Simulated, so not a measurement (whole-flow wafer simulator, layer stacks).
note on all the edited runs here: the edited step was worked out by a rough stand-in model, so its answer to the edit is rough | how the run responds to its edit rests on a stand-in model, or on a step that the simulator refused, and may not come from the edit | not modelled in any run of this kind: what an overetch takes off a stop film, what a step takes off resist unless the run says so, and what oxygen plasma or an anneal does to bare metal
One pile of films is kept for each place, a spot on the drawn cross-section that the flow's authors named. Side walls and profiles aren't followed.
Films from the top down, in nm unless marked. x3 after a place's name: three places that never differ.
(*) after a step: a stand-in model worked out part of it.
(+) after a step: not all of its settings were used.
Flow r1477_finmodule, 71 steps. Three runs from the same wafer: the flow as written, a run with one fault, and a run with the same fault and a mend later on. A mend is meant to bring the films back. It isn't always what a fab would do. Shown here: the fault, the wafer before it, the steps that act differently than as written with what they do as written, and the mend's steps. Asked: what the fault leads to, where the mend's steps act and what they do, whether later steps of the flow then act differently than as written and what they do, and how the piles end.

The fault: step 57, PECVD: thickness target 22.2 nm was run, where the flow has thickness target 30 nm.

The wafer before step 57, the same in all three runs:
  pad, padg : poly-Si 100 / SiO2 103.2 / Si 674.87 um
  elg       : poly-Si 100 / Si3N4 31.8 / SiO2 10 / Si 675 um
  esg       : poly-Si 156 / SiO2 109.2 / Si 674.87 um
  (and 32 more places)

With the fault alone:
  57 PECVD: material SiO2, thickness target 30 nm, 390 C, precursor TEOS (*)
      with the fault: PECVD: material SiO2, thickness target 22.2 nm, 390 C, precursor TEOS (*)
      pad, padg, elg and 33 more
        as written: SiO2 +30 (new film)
        with the fault: SiO2 +22.2 (new film)
  Later steps of the flow that act differently than as written (3 more steps differ only slightly, by at most 2% or 0.5 nm, whichever is larger, and aren't shown):
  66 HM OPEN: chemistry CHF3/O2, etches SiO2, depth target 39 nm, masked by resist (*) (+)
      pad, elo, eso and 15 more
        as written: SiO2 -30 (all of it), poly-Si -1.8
        with the fault: SiO2 -22.2 (all of it), poly-Si -2.22
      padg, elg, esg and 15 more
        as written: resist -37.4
        with the fault: resist -31.9
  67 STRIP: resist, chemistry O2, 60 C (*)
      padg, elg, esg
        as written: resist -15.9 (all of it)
        with the fault: resist -21.4 (all of it)
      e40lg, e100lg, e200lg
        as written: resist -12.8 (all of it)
        with the fault: resist -18.2 (all of it)
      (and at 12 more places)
  At the end the piles differ from the flow's by more than 2% or 0.5 nm, whichever is larger, at padg, elg, esg and 15 more.
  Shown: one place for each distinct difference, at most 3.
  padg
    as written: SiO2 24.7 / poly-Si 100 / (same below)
    with the fault: SiO2 16.9 / poly-Si 100 / (same below)
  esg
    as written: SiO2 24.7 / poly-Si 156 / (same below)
    with the fault: SiO2 16.9 / poly-Si 156 / (same below)
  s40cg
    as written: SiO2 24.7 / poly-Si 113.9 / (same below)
    with the fault: SiO2 16.9 / poly-Si 113.9 / (same below)

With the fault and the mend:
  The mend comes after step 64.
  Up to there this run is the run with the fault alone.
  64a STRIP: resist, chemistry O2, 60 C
      padg, elg, esg
        resist -70 (all of it)
      e40lg, e100lg, e200lg
        resist -66.9 (all of it)
      s40sg, s45sg
        resist -91 (all of it)
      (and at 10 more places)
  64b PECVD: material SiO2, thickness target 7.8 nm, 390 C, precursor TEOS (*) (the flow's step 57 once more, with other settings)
      pad, padg, elg and 33 more
        SiO2 +7.8
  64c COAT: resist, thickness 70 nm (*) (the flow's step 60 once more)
      e40lg, e100lg, e200lg, elo, e40lo, e100lo, e200lo
        resist +66.9 (new film)
      pad, padg, elg, esg
        resist +70 (new film)
      s40sg, s45sg, s40so, s45so
        resist +91 (new film)
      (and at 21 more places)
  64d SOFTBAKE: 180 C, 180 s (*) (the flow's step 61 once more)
      changes no film at any place that is followed
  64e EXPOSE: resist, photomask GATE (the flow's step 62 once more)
      changes no film at any place that is followed
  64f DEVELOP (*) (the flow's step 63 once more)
      elo, e40lo, e100lo, e200lo
        resist -66.9 (all of it)
      eso, e40so
        resist -129.5 (all of it)
      s40so, s45so
        resist -91 (all of it)
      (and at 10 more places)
  No later step of the flow acts differently than as written at any place that is followed.
  At the end the piles are the same as the flow's at every place that both follow.
